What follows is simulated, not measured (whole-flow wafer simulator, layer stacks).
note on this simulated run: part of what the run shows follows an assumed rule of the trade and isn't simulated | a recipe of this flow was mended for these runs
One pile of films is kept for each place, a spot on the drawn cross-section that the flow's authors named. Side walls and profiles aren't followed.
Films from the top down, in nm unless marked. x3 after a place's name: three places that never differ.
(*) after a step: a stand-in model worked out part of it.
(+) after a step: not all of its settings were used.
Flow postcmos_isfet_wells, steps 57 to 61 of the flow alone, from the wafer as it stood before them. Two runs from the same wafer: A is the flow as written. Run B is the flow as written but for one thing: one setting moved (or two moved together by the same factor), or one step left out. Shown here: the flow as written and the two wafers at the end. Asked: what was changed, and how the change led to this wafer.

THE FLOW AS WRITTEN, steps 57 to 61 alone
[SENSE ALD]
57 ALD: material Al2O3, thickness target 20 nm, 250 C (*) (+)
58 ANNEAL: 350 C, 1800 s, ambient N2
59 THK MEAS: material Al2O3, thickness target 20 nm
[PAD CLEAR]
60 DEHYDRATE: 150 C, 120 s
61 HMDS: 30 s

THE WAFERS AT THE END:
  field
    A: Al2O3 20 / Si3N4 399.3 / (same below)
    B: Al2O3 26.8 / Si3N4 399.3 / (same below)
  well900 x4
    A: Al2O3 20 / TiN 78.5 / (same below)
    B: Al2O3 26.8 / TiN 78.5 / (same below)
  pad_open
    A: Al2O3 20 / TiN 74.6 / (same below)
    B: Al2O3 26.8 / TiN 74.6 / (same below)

The cause: step 57, ALD: thickness target 26.75 nm was run, where the flow has thickness target 20 nm.
It can be read off the wafer: field has Al2O3 26.8, and step 57 as written asks for 20 nm.

How the change led to this, step by step:
  57 ALD: material Al2O3, thickness target 20 nm, 250 C (*) (+)
      field, margin x3, well900 x4, pad_open: A Al2O3 +20 (new film) | B Al2O3 +26.8 (new film)
